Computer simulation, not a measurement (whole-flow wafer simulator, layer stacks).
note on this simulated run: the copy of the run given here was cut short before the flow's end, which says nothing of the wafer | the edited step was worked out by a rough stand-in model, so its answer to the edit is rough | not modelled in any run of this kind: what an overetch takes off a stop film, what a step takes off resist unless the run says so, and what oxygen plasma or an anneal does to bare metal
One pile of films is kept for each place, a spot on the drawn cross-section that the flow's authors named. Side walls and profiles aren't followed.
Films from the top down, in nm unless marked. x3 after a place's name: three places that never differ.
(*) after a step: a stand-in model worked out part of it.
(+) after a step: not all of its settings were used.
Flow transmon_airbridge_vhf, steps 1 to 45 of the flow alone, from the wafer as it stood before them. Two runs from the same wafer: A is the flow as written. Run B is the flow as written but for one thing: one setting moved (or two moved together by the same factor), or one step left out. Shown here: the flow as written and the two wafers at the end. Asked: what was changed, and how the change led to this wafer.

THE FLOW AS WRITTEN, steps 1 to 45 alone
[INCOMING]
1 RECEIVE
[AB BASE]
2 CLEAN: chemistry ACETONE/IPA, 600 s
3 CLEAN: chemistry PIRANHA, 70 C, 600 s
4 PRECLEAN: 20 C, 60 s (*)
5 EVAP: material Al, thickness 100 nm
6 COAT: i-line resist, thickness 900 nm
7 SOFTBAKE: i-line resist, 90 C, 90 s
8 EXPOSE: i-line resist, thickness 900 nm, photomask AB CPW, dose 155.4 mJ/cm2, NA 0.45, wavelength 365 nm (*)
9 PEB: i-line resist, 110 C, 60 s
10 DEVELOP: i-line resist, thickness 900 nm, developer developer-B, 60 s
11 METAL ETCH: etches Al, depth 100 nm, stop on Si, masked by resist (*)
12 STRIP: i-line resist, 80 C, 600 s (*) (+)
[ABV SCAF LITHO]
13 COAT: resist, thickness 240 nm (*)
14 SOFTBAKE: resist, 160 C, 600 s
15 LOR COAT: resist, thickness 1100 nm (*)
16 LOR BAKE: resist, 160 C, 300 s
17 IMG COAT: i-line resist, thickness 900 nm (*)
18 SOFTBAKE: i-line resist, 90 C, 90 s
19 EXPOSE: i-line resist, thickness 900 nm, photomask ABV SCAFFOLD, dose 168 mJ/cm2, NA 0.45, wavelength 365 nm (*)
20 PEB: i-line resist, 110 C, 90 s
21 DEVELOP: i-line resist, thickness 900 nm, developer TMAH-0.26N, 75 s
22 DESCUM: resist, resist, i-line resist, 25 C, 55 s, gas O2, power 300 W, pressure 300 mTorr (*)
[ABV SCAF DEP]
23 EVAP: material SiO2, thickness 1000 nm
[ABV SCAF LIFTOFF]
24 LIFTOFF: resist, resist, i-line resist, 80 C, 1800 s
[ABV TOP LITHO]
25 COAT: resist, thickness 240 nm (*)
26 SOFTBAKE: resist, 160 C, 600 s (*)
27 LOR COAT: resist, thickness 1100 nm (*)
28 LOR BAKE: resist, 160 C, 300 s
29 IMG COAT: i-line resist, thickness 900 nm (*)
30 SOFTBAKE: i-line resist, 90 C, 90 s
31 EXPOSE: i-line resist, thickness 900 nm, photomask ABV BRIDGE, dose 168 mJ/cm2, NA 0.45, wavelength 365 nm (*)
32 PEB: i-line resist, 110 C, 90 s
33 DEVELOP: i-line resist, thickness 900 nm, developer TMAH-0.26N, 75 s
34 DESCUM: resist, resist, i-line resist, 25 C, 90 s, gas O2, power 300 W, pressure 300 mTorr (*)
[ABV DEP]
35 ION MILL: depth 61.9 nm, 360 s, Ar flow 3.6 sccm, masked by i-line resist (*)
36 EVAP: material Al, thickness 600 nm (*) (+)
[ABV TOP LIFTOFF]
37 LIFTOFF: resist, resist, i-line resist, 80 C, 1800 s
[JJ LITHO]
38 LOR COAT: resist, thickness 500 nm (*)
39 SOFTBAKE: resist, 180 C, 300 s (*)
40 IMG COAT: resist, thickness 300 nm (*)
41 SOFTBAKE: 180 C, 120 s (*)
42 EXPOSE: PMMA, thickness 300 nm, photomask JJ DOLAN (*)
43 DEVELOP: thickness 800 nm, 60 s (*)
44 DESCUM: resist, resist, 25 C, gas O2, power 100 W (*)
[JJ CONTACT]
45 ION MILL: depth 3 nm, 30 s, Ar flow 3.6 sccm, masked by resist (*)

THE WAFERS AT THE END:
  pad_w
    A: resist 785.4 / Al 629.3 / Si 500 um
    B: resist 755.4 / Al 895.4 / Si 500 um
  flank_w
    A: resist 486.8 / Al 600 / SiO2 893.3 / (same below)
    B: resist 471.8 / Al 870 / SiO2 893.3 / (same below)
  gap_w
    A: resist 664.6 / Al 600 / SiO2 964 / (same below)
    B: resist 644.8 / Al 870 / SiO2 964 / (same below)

The cause: step 36, EVAP: thickness 870 nm was run, where the flow has thickness 600 nm.
It can be read off the wafer: flank_w has Al 870, and step 36 as written asks for 600 nm.

How the change led to this, step by step:
  36 EVAP: material Al, thickness 600 nm (*) (+)
      field x3, jj_line, ground_far and 10 more: A Al +600 (new film) | B Al +870 (new film)
      pad_w, pad_e: A Al +591.2 | B Al +857.3
  37 LIFTOFF: resist, resist, i-line resist, 80 C, 1800 s
      field x3, jj_line, trace_open_s x2: A Al -600 (all of it), i-line resist -600 (all of it), resist -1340 (all of it) | B Al -870 (all of it), i-line resist -600 (all of it), resist -1340 (all of it)
      margin_s, margin_n: A Al -600 (all of it), i-line resist -318.3 (all of it), resist -992 (all of it) | B Al -870 (all of it), i-line resist -318.3 (all of it), resist -992 (all of it)
      (and at 1 more place)
  38 LOR COAT: resist, thickness 500 nm (*)
      pad_w, pad_e: A resist +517 (new film) | B resist +497.8 (new film)
      gap_w, gap_e: A resist +450.7 (new film) | B resist +440 (new film)
      (and at 4 more places)
  40 IMG COAT: resist, thickness 300 nm (*)
      pad_w, pad_e: A resist +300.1 | B resist +289.4
      flank_w, flank_e: A resist +212.1 | B resist +203.2
      (and at 6 more places)
